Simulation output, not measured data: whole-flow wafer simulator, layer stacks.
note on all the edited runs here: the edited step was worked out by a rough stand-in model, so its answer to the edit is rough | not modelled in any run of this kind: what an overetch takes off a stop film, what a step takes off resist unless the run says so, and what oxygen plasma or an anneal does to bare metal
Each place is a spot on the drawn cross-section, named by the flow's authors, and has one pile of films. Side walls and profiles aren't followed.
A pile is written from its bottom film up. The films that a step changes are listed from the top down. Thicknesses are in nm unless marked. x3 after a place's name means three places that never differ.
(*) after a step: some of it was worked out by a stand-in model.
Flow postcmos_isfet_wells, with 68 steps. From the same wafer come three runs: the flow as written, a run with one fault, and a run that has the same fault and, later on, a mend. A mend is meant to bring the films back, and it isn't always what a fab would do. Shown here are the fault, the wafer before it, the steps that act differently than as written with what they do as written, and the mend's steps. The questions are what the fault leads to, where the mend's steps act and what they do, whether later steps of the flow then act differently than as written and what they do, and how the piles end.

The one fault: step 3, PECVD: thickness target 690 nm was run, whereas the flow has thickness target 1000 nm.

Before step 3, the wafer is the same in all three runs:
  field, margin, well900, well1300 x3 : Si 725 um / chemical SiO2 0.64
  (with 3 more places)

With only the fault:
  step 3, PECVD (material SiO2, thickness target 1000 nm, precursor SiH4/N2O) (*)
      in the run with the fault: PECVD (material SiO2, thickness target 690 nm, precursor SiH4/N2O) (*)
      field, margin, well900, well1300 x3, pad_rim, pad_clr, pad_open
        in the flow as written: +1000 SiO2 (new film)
        in the run with the fault: +690 SiO2 (new film)
  Every later step of the flow that is run acts as written at every place that is followed.
  At field, margin, well900, well1300 x3, pad_rim, pad_clr, pad_open, the piles at the end differ from the flow's by more than 2% or 0.5 nm, whichever is larger.
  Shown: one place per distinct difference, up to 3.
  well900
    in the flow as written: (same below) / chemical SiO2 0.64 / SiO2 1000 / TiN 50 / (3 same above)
    in the run with the fault: (same below) / chemical SiO2 0.64 / SiO2 690 / TiN 50 / (3 same above)
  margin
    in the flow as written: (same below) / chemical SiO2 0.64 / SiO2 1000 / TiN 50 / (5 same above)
    in the run with the fault: (same below) / chemical SiO2 0.64 / SiO2 690 / TiN 50 / (5 same above)
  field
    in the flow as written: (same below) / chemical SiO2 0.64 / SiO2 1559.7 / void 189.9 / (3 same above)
    in the run with the fault: (same below) / chemical SiO2 0.64 / SiO2 1249.7 / void 189.9 / (3 same above)

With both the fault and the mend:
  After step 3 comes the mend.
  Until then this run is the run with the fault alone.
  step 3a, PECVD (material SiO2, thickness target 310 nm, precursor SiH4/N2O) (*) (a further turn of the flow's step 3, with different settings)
      field, margin, well900, well1300 x3, pad_rim, pad_clr, pad_open
        +310 SiO2
  Every later step of the flow that is run acts as written at every place that is followed.
  At every place that both follow, the piles at the end match the flow's.
